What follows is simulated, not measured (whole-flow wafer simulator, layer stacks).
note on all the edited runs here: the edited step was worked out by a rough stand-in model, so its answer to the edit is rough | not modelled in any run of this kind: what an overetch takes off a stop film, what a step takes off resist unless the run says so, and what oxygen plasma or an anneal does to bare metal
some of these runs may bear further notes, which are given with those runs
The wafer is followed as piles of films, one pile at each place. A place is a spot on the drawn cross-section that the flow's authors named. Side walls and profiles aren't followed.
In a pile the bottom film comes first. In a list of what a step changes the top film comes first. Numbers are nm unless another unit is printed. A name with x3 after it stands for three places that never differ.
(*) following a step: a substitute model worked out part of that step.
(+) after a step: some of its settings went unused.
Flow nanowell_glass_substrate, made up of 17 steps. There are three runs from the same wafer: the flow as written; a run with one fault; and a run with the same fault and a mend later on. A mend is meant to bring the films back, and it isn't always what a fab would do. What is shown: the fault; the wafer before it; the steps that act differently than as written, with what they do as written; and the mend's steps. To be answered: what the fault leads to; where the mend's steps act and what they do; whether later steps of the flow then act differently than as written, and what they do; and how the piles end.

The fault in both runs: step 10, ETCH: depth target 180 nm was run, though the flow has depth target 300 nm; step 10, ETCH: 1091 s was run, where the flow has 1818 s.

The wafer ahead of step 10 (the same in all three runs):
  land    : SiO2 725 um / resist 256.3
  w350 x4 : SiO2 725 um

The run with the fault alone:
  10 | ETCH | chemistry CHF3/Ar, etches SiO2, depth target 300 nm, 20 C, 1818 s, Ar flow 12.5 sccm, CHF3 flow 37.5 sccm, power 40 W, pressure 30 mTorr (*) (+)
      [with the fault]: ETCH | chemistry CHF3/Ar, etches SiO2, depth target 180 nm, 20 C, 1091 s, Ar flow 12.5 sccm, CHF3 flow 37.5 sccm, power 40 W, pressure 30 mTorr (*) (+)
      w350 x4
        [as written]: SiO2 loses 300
        [with the fault]: SiO2 loses 180
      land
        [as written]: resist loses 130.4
        [with the fault]: resist loses 78.3
  Steps later in the flow that act otherwise than as written:
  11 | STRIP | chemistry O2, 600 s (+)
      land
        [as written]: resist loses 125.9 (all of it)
        [with the fault]: resist loses 178.1 (all of it)
  When the end is reached, the piles differ only a little from the flow's at the places that both follow, at most by 2% or 0.5 nm, whichever is larger.

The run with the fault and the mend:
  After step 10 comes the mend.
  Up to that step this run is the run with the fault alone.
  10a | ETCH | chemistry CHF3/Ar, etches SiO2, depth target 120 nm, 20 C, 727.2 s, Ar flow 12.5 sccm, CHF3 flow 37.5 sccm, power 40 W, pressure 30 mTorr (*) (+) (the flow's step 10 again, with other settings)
      w350 x4
        SiO2 loses 120
      land
        resist loses 52.2
  None of the later steps of the flow acts differently than as written at any place that is followed.
  By the end, the piles equal the flow's at every place that both follow.
